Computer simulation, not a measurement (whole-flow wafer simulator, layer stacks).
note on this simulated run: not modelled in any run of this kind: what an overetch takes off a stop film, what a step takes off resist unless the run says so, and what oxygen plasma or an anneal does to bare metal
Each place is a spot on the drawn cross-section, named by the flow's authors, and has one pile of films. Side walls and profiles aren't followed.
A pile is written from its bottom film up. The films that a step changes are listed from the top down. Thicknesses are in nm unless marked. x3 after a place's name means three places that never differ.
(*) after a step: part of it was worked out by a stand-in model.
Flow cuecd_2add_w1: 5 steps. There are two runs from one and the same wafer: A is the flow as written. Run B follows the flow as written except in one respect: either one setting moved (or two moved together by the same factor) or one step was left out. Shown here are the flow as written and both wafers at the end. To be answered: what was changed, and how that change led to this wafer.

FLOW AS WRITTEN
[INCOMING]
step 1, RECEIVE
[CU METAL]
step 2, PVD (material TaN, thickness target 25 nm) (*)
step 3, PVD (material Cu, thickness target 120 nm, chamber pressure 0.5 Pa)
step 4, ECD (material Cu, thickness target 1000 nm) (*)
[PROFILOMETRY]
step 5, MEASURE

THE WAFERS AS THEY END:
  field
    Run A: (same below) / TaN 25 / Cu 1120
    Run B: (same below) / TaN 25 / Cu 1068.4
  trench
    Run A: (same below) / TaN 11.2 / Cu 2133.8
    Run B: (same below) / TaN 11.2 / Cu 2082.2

Cause: step 3, PVD: thickness target 68.4 nm was run, while the flow as written has thickness target 120 nm.

The path from the change to this, step by step:
  step 3, PVD (material Cu, thickness target 120 nm, chamber pressure 0.5 Pa)
      field: A Cu gains 120 (new film) | B Cu gains 68.4 (new film)
      trench: A Cu gains 53.6 (new film) | B Cu gains 31 (new film)
